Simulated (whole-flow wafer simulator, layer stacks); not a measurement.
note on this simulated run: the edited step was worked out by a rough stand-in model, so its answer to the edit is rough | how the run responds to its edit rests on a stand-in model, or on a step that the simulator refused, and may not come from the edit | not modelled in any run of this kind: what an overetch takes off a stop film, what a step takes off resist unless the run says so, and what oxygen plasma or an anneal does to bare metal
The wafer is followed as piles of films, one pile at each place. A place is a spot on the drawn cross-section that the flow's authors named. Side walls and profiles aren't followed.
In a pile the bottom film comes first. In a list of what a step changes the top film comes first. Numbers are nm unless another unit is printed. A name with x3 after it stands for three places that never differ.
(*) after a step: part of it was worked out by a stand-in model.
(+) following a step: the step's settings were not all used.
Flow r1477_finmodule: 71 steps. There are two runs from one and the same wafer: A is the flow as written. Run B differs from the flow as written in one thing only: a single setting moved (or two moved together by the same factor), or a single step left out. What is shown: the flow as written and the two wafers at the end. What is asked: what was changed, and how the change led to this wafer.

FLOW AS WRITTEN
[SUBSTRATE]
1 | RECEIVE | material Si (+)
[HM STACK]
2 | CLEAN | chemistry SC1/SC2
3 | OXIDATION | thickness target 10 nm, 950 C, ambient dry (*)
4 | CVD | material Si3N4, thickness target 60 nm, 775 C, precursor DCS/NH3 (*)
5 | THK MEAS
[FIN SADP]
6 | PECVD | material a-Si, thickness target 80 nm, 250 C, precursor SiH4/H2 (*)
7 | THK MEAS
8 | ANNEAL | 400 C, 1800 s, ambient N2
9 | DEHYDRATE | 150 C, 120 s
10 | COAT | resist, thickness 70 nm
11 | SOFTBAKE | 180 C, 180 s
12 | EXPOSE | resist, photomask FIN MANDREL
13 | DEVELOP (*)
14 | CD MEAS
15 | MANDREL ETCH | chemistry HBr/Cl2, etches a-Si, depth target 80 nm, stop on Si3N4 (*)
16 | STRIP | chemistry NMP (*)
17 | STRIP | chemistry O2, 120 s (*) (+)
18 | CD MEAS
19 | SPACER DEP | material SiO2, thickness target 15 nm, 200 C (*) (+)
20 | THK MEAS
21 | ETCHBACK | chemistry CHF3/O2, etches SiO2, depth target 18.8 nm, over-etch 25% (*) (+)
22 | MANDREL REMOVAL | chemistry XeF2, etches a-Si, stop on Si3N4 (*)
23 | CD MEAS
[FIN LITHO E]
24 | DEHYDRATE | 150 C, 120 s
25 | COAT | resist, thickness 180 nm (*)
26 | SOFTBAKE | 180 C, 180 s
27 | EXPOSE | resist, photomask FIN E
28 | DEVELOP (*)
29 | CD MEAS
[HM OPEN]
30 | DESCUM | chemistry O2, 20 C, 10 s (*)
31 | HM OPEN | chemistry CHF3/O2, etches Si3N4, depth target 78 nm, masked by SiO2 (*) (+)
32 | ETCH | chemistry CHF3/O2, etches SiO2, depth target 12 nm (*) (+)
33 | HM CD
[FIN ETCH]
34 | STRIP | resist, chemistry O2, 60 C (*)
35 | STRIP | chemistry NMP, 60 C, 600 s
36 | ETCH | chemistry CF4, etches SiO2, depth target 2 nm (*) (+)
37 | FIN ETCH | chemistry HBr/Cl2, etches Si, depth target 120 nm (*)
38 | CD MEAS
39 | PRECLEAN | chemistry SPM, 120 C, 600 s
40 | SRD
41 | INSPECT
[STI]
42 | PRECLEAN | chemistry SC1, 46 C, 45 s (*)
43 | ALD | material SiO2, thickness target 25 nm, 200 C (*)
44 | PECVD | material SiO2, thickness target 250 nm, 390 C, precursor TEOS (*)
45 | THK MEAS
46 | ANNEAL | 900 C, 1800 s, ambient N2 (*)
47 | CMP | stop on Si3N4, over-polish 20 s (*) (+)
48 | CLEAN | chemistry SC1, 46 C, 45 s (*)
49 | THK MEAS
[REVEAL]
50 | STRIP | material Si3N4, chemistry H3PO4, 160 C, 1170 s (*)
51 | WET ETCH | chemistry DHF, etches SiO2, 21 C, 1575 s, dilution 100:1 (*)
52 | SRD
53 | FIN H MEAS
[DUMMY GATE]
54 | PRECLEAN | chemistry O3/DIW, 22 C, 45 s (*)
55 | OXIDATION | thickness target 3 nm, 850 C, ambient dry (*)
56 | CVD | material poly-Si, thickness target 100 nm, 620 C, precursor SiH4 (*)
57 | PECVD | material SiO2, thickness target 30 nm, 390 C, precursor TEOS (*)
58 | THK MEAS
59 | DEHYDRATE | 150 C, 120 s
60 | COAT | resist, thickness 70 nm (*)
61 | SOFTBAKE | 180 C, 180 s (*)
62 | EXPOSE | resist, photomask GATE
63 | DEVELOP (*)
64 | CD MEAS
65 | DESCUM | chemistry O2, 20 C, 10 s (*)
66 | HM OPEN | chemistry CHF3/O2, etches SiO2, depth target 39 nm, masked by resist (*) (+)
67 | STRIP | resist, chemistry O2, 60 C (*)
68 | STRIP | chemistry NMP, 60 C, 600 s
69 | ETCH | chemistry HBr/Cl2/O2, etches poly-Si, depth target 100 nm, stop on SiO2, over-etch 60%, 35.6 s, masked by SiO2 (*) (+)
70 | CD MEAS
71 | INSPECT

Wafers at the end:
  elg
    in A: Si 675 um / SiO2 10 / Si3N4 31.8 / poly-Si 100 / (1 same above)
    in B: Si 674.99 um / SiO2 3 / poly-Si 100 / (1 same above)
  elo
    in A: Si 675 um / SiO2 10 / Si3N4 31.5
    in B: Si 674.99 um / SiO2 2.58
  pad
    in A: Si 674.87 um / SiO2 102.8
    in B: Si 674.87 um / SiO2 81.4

What caused this: step 6, PECVD: thickness target 51.2 nm was run, whereas the flow has thickness target 80 nm.

Step by step, how the change led to this:
  6 | PECVD | material a-Si, thickness target 80 nm, 250 C, precursor SiH4/H2 (*)
      pad, padg, elg and 33 more: A a-Si gains 80 (new film) | B a-Si gains 51.2 (new film)
  15 | MANDREL ETCH | chemistry HBr/Cl2, etches a-Si, depth target 80 nm, stop on Si3N4 (*)
      pad, padg, elg and 27 more: A a-Si loses 80 (all of it) | B a-Si loses 51.2 (all of it)
      s40cg, s45cg, s50cg, s40co, s45co, s50co: A resist loses 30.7 | B resist loses 29.4
  16 | STRIP | chemistry NMP (*)
      s40cg, s45cg, s50cg, s40co, s45co, s50co: A resist loses 39.3 (all of it) | B resist loses 40.6 (all of it)
  21 | ETCHBACK | chemistry CHF3/O2, etches SiO2, depth target 18.8 nm, over-etch 25% (*) (+)
      s40sg_line, s45sg_line, s50sg_line, s40so_line, s45so_line, s50so_line: A SiO2 gains 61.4 | B SiO2 gains 32.6
  22 | MANDREL REMOVAL | chemistry XeF2, etches a-Si, stop on Si3N4 (*)
      s40cg, s45cg, s50cg, s40co, s45co, s50co: A a-Si loses 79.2 (all of it) | B a-Si loses 50.4 (all of it)
  25 | COAT | resist, thickness 180 nm (*)
      s40cg, s40co: A resist gains 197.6 (new film) | B resist gains 190.4 (new film)
      s40sg, s40so: A resist gains 201.2 (new film) | B resist gains 194 (new film)
      (also at 14 further places)
  28 | DEVELOP (*)
      s40cg, s40co: A resist loses 197.6 (all of it) | B resist loses 190.4 (all of it)
      s40sg, s40so: A resist loses 201.2 (all of it) | B resist loses 194 (all of it)
      (also at 14 further places)
  32 | ETCH | chemistry CHF3/O2, etches SiO2, depth target 12 nm (*) (+)
      s40sg_line, s45sg_line, s50sg_line, s40so_line, s45so_line, s50so_line: A SiO2 loses 12 | B SiO2 loses 8.6 (all of it)
      pad, padg, e40sg and 11 more: A Si loses 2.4 | B Si loses 1.72
      (also at 16 further places)
  34 | STRIP | resist, chemistry O2, 60 C (*)
      elg, e40lg, e100lg, e200lg, elo, e40lo, e100lo, e200lo: A resist loses 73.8 (all of it) | B resist loses 77 (all of it)
  36 | ETCH | chemistry CF4, etches SiO2, depth target 2 nm (*) (+)
      elg, e40lg, e100lg, e200lg, elo, e40lo, e100lo, e200lo: A Si3N4 loses 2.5 | B nothing
      s40sg_line, s45sg_line, s50sg_line, s40so_line, s45so_line, s50so_line: A SiO2 loses 2 | B nothing
  37 | FIN ETCH | chemistry HBr/Cl2, etches Si, depth target 120 nm (*)
      s40sg_line, s45sg_line, s50sg_line, s40so_line, s45so_line, s50so_line: A SiO2 loses 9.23 | B Si3N4 loses 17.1
  43 | ALD | material SiO2, thickness target 25 nm, 200 C (*)
      s40sg_line, s45sg_line, s50sg_line, s40so_line, s45so_line, s50so_line: A SiO2 gains 25 | B SiO2 gains 25 (new film)
      s40cg, s45cg, s50cg, s40co, s45co, s50co: A SiO2 gains 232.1 (new film) | B SiO2 gains 200.1 (new film)
  47 | CMP | stop on Si3N4, over-polish 20 s (*) (+)
      elg, e40lg, e100lg, e200lg, elo, e40lo, e100lo, e200lo: A SiO2 loses 241.6 | B SiO2 loses 263.8 (all of it), Si3N4 loses 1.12
      pad, padg, e40sg and 11 more: A SiO2 loses 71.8 | B SiO2 loses 93.2
      (also at 14 further places)
  50 | STRIP | material Si3N4, chemistry H3PO4, 160 C, 1170 s (*)
      elg, e40lg, e100lg, e200lg, elo, e40lo, e100lo, e200lo: A SiO2 loses 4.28 | B Si3N4 loses 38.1 (all of it), SiO2 loses 2.02
      s40sg_line, s45sg_line, s50sg_line, s40so_line, s45so_line, s50so_line: A Si3N4 loses 58.9 (all of it), SiO2 loses 1.37 | B Si3N4 loses 38.1 (all of it), SiO2 loses 2.02
  51 | WET ETCH | chemistry DHF, etches SiO2, 21 C, 1575 s, dilution 100:1 (*)
      elg, e40lg, e100lg, e200lg, elo, e40lo, e100lo, e200lo: A SiO2 loses 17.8 (all of it), Si3N4 loses 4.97 | B SiO2 loses 7.98 (all of it)
      s40sg_line, s45sg_line, s50sg_line, s40so_line, s45so_line, s50so_line: A SiO2 loses 8.63 (all of it) | B SiO2 loses 7.98 (all of it)
  54 | PRECLEAN | chemistry O3/DIW, 22 C, 45 s (*)
      elg, e40lg, e100lg, e200lg, elo, e40lo, e100lo, e200lo: A nothing | B chemical SiO2 gains 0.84 (new film), Si loses 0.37
  ... 5 further steps ...
  69 | ETCH | chemistry HBr/Cl2/O2, etches poly-Si, depth target 100 nm, stop on SiO2, over-etch 60%, 35.6 s, masked by SiO2 (*) (+)
      s40co: A chemical SiO2 loses 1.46 (all of it), poly-Si loses 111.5 (all of it), SiO2 loses 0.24 | B chemical SiO2 loses 1.36 (all of it), poly-Si loses 134.3 (all of it), SiO2 loses 0.13
      s45co: A chemical SiO2 loses 1.46 (all of it), poly-Si loses 110.9 (all of it), SiO2 loses 0.25 | B chemical SiO2 loses 1.36 (all of it), poly-Si loses 134.3 (all of it), SiO2 loses 0.13
      (also at 1 further place)
